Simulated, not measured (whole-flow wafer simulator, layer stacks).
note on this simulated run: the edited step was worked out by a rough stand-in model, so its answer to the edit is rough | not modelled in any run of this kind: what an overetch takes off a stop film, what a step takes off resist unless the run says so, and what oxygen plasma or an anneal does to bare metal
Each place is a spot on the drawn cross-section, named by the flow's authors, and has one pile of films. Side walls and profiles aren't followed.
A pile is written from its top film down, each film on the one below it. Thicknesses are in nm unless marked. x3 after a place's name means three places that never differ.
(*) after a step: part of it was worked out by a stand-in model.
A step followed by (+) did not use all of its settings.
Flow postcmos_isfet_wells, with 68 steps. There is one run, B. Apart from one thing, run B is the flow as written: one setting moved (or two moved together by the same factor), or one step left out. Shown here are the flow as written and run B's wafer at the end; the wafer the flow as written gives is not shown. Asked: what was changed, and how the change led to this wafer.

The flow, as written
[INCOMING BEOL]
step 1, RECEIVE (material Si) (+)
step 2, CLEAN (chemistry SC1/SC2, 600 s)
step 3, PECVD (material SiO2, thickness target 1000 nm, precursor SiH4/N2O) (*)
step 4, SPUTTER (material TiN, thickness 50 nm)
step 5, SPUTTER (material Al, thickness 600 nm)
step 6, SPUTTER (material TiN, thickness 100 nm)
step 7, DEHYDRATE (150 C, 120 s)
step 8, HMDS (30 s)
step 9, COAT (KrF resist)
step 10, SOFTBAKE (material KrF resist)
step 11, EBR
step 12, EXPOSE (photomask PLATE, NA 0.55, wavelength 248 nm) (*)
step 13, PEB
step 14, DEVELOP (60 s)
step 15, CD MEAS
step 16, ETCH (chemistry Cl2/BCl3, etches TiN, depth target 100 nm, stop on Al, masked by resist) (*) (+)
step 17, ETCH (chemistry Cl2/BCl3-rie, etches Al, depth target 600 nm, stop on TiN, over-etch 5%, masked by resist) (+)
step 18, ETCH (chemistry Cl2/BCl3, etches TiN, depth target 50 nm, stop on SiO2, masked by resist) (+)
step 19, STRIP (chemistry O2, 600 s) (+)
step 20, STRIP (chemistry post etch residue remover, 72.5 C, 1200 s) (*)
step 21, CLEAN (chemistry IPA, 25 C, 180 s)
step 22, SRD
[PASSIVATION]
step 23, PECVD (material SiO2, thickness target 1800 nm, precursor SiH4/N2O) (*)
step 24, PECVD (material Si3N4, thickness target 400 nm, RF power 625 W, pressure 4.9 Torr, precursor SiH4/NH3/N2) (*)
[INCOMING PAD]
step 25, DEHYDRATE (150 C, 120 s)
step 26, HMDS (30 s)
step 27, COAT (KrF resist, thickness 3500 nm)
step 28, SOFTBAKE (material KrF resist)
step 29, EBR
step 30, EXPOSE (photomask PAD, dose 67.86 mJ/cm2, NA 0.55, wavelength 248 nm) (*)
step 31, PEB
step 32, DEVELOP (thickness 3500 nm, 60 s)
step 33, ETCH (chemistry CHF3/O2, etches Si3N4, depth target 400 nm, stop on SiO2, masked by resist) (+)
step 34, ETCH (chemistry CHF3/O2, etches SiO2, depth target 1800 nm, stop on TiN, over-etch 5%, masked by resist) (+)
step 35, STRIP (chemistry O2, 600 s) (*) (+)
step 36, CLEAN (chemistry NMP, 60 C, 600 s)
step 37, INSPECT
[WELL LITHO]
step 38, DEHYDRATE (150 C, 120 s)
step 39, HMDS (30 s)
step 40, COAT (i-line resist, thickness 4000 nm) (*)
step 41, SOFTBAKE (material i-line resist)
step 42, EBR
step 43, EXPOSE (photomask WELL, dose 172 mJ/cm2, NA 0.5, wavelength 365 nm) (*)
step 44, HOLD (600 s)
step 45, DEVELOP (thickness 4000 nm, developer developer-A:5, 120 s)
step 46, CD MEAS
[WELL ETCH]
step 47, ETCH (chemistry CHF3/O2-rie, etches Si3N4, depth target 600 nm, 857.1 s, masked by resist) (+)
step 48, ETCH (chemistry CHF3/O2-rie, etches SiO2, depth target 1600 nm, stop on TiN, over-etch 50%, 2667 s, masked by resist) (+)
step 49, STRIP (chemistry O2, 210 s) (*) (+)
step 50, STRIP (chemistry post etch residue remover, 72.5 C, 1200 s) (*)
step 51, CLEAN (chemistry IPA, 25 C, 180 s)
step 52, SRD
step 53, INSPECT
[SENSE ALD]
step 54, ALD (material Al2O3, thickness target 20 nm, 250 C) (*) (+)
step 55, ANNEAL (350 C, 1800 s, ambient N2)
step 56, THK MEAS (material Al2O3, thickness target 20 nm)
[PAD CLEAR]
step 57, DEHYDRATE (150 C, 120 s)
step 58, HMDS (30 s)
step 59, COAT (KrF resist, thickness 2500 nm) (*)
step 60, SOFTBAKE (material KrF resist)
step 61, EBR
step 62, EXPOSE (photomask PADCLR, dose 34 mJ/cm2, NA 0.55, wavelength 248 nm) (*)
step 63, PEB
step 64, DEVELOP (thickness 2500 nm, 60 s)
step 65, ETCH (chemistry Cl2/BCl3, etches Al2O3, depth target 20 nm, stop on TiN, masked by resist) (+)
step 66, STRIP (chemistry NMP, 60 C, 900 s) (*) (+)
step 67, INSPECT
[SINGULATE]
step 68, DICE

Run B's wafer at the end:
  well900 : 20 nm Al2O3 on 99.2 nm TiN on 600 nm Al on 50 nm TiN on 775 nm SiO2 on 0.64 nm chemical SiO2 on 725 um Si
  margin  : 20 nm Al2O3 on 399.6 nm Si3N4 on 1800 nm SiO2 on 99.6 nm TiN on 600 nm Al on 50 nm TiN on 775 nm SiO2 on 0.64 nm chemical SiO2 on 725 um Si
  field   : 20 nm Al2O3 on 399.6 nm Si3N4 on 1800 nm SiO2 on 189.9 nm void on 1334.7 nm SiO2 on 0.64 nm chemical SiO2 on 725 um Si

The reason: step 3, PECVD: thickness target 775 nm was run, whereas the flow has thickness target 1000 nm.
The wafer lets one read it off: well900 has SiO2 775, and step 3 as written asks for 1000 nm.

The path from the change to this, step by step:
  step 3, PECVD (material SiO2, thickness target 1000 nm, precursor SiH4/N2O) (*)
      field, margin, well900, well1300 x3, pad_rim, pad_clr, pad_open: +775 SiO2 (new film) (as written it would have been: +1000 SiO2 (new film))
